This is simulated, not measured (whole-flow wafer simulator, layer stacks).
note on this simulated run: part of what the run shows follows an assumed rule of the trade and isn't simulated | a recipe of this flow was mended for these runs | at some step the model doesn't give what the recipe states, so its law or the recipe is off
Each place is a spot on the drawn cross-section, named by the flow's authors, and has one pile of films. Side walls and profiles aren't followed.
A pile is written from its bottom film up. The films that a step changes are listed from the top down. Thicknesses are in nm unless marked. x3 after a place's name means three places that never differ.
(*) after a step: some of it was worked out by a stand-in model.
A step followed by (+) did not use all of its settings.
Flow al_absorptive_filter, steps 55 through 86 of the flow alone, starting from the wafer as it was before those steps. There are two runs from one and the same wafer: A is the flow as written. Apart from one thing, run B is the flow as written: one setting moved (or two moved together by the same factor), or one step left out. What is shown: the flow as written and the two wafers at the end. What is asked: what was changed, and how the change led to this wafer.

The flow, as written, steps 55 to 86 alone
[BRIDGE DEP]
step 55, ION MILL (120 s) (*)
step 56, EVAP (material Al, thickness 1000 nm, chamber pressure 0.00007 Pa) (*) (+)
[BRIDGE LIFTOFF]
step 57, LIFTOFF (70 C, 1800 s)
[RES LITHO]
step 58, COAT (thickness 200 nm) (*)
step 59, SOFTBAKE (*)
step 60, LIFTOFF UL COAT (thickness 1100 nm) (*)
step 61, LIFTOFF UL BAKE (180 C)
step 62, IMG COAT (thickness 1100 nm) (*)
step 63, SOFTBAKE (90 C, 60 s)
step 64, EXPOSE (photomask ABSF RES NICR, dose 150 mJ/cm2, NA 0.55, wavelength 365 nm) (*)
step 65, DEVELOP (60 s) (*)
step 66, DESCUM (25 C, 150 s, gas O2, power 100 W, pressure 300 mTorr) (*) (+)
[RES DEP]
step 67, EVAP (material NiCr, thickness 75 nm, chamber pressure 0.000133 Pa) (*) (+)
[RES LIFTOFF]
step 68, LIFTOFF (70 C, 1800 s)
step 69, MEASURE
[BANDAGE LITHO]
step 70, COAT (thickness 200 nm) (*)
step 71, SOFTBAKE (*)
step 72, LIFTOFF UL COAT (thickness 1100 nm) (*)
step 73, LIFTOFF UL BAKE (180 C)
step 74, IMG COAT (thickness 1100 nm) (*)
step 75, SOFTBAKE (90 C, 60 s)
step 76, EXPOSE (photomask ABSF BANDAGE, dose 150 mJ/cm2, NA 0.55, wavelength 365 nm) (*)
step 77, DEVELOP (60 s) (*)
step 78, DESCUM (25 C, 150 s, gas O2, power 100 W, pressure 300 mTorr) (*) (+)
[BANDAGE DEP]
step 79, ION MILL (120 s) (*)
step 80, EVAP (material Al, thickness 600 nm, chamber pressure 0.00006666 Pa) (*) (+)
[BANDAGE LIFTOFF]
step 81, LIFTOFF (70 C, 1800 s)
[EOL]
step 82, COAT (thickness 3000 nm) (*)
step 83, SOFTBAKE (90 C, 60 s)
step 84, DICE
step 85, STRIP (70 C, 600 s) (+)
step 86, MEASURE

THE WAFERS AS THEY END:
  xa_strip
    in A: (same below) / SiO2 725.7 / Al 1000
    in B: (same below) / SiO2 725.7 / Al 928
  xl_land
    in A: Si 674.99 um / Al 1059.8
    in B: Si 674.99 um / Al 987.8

Cause: step 56, EVAP: thickness 928 nm was run, while the flow as written has thickness 1000 nm.
The wafer itself shows it: xa_strip has Al 928, and step 56 as written asks for 1000 nm.

The path from the change to this, step by step:
  step 56, EVAP (material Al, thickness 1000 nm, chamber pressure 0.00007 Pa) (*) (+)
      gnd, pad_far, pad_near and 10 more: A +1000 Al (new film) | B +928 Al (new film)
      xl_land: A +1000 Al | B +928 Al
  step 57, LIFTOFF (70 C, 1800 s)
      gnd, xa_field, idc_field: A -1000 Al (all of it), -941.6 i-line-resist (all of it), -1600 lift-off-underlayer (all of it), -200 acrylic-e-beam-resist (all of it) | B -928 Al (all of it), -941.6 i-line-resist (all of it), -1600 lift-off-underlayer (all of it), -200 acrylic-e-beam-resist (all of it)
      pad_far: A -1000 Al (all of it), -940.5 i-line-resist (all of it), -1591.1 lift-off-underlayer (all of it), -198.5 acrylic-e-beam-resist (all of it) | B -928 Al (all of it), -940.5 i-line-resist (all of it), -1591.1 lift-off-underlayer (all of it), -198.5 acrylic-e-beam-resist (all of it)
      (and at 6 other places as well)
  step 58, COAT (thickness 200 nm) (*)
      xa_margin: A +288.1 acrylic-e-beam-resist (new film) | B +275.1 acrylic-e-beam-resist (new film)
      xa_strip: A +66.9 acrylic-e-beam-resist (new film) | B +70.4 acrylic-e-beam-resist (new film)
  step 60, LIFTOFF UL COAT (thickness 1100 nm) (*)
      xa_margin: A +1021 lift-off-underlayer (new film) | B +996.6 lift-off-underlayer (new film)
      xa_strip: A +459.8 lift-off-underlayer (new film) | B +477.9 lift-off-underlayer (new film)
  step 62, IMG COAT (thickness 1100 nm) (*)
      xa_margin: A +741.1 i-line-resist (new film) | B +760.7 i-line-resist (new film)
      xa_strip: A +577.9 i-line-resist (new film) | B +606.6 i-line-resist (new film)
  step 68, LIFTOFF (70 C, 1800 s)
      xa_margin: A -75 NiCr (all of it), -598.1 i-line-resist (all of it), -1021 lift-off-underlayer (all of it), -288.1 acrylic-e-beam-resist (all of it) | B -75 NiCr (all of it), -617.8 i-line-resist (all of it), -996.6 lift-off-underlayer (all of it), -275.1 acrylic-e-beam-resist (all of it)
      xa_strip: A -75 NiCr (all of it), -433.3 i-line-resist (all of it), -459.8 lift-off-underlayer (all of it), -66.9 acrylic-e-beam-resist (all of it) | B -75 NiCr (all of it), -461.9 i-line-resist (all of it), -477.9 lift-off-underlayer (all of it), -70.4 acrylic-e-beam-resist (all of it)
  step 70, COAT (thickness 200 nm) (*)
      xa_margin: A +288.1 acrylic-e-beam-resist (new film) | B +275.1 acrylic-e-beam-resist (new film)
      xa_strip: A +66.9 acrylic-e-beam-resist (new film) | B +70.4 acrylic-e-beam-resist (new film)
  step 72, LIFTOFF UL COAT (thickness 1100 nm) (*)
      xa_margin: A +1021 lift-off-underlayer (new film) | B +996.6 lift-off-underlayer (new film)
      xa_strip: A +459.8 lift-off-underlayer (new film) | B +477.9 lift-off-underlayer (new film)
  step 74, IMG COAT (thickness 1100 nm) (*)
      xa_margin: A +741.1 i-line-resist (new film) | B +760.7 i-line-resist (new film)
      xa_strip: A +577.9 i-line-resist (new film) | B +606.6 i-line-resist (new film)
  step 81, LIFTOFF (70 C, 1800 s)
      xa_margin: A -600 Al (all of it), -604.4 i-line-resist (all of it), -1021 lift-off-underlayer (all of it), -288.1 acrylic-e-beam-resist (all of it) | B -600 Al (all of it), -624.1 i-line-resist (all of it), -996.6 lift-off-underlayer (all of it), -275.1 acrylic-e-beam-resist (all of it)
      xa_strip: A -600 Al (all of it), -439.6 i-line-resist (all of it), -459.8 lift-off-underlayer (all of it), -66.9 acrylic-e-beam-resist (all of it) | B -600 Al (all of it), -468.3 i-line-resist (all of it), -477.9 lift-off-underlayer (all of it), -70.4 acrylic-e-beam-resist (all of it)
  step 82, COAT (thickness 3000 nm) (*)
      xa_strip: A +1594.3 i-line-resist (new film) | B +1649.8 i-line-resist (new film)
  step 83, SOFTBAKE (90 C, 60 s)
      xa_margin: A -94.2 i-line-resist | B -90 i-line-resist
      xa_strip: A -117.3 i-line-resist | B -112 i-line-resist
  step 85, STRIP (70 C, 600 s) (+)
      xa_strip: A -1477 i-line-resist (all of it) | B -1537.8 i-line-resist (all of it)
